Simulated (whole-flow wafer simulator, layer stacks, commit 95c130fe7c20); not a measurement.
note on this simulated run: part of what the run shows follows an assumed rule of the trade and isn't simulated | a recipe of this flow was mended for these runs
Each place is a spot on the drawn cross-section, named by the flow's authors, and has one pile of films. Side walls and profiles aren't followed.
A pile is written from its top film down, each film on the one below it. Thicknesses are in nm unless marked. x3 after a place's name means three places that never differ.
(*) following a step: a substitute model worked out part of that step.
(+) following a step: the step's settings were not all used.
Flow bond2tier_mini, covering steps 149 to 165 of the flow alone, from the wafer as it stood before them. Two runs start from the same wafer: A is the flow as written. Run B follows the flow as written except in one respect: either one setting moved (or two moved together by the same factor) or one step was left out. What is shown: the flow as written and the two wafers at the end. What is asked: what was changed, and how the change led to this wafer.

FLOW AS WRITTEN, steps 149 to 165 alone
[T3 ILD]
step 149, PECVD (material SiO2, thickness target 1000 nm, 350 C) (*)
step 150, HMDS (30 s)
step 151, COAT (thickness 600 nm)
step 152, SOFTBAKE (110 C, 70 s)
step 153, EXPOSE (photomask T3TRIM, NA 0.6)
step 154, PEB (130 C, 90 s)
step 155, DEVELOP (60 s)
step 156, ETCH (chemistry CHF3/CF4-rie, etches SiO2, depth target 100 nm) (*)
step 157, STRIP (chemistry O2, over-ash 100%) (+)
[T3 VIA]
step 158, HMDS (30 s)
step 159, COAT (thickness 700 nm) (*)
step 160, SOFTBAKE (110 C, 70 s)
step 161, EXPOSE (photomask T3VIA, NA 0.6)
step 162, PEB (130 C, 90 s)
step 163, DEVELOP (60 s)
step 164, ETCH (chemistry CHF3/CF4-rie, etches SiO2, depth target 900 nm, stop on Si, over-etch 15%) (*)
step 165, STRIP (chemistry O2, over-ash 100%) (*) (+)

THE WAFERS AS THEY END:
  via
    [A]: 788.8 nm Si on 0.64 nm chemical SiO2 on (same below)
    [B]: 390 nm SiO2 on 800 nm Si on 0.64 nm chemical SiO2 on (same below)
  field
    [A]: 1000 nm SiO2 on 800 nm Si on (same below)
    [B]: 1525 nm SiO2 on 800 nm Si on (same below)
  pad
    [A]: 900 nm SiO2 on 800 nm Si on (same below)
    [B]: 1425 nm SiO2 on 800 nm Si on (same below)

The reason: step 149, PECVD: thickness target 1525 nm was run, whereas the flow has thickness target 1000 nm.
The wafer itself shows it: field has SiO2 1525, and step 149 as written asks for 1000 nm.

How this came from the change, step by step:
  step 149, PECVD (material SiO2, thickness target 1000 nm, 350 C) (*)
      field, pad, via: A SiO2 gains 1000 (new film) | B SiO2 gains 1525 (new film)
  step 164, ETCH (chemistry CHF3/CF4-rie, etches SiO2, depth target 900 nm, stop on Si, over-etch 15%) (*)
      via: A SiO2 loses 900 (all of it), Si loses 11.2 | B SiO2 loses 1035
